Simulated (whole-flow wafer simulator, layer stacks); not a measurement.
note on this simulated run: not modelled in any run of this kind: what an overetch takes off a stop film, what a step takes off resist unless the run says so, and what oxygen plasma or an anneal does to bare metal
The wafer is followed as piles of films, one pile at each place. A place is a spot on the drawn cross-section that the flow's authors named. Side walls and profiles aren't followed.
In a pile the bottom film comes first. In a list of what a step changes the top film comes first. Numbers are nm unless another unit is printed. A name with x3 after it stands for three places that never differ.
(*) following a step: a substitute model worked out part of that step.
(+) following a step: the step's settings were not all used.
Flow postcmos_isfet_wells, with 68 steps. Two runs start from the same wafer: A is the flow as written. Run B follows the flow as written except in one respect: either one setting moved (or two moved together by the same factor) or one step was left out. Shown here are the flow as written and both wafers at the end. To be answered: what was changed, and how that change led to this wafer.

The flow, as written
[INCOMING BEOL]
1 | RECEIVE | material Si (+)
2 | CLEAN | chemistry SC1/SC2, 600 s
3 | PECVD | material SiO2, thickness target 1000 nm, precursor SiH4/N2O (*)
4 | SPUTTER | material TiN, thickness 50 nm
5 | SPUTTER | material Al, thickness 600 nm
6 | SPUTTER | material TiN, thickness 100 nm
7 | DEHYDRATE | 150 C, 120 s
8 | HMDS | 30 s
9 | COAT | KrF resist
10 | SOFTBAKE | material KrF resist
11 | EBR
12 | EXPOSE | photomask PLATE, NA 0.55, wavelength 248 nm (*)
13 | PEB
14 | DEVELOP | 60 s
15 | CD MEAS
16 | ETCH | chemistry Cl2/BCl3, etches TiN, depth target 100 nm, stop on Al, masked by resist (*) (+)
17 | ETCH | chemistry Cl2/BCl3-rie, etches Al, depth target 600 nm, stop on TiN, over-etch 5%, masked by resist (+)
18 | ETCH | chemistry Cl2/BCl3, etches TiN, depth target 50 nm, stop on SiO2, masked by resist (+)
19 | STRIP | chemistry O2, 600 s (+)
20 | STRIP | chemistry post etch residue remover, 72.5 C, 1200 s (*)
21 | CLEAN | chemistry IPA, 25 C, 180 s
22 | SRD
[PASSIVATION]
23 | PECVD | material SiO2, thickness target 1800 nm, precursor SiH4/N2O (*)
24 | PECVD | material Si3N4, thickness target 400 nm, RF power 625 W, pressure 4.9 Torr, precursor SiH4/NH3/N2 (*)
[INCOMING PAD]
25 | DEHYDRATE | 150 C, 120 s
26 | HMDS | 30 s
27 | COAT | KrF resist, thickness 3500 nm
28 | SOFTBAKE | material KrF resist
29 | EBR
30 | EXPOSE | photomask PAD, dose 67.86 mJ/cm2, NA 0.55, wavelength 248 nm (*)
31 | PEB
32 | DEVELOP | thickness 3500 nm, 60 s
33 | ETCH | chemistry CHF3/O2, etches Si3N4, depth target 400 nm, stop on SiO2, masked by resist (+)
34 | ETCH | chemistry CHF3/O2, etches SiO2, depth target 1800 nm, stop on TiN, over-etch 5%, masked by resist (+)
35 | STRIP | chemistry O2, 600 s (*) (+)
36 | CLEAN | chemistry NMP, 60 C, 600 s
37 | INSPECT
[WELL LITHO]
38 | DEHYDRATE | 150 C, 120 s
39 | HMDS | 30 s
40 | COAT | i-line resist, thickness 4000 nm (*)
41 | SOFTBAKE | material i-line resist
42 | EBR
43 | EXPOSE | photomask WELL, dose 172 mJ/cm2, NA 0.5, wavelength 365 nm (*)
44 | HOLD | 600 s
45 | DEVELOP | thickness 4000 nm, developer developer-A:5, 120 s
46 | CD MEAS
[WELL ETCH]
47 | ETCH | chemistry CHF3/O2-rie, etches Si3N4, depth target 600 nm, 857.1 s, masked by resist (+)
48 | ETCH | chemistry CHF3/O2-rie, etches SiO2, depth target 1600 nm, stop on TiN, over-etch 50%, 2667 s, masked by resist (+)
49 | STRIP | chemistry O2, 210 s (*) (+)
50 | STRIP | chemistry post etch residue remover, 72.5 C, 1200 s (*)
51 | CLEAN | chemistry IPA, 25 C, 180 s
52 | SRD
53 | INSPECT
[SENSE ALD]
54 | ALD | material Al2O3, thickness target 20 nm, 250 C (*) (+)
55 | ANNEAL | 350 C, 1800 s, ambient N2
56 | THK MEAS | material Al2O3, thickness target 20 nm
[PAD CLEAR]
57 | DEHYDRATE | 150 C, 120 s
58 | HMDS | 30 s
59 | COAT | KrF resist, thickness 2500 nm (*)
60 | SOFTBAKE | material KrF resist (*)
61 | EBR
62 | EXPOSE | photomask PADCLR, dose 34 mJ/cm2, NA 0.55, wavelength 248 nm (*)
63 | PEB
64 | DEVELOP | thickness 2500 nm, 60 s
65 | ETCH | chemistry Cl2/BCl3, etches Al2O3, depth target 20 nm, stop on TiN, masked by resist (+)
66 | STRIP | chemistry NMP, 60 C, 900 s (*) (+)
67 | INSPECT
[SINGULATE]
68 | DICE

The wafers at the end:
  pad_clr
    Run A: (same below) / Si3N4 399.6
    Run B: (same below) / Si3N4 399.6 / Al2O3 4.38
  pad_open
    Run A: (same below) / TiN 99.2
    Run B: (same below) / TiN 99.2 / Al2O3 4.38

What caused this: step 65, ETCH: depth target 15.62 nm was run, though the flow has depth target 20 nm.

How this came from the change, step by step:
  65 | ETCH | chemistry Cl2/BCl3, etches Al2O3, depth target 20 nm, stop on TiN, masked by resist (+)
      pad_clr, pad_open: A -20 Al2O3 (all of it) | B -15.6 Al2O3
      field, margin, pad_rim: A -25 KrF resist | B -19.5 KrF resist
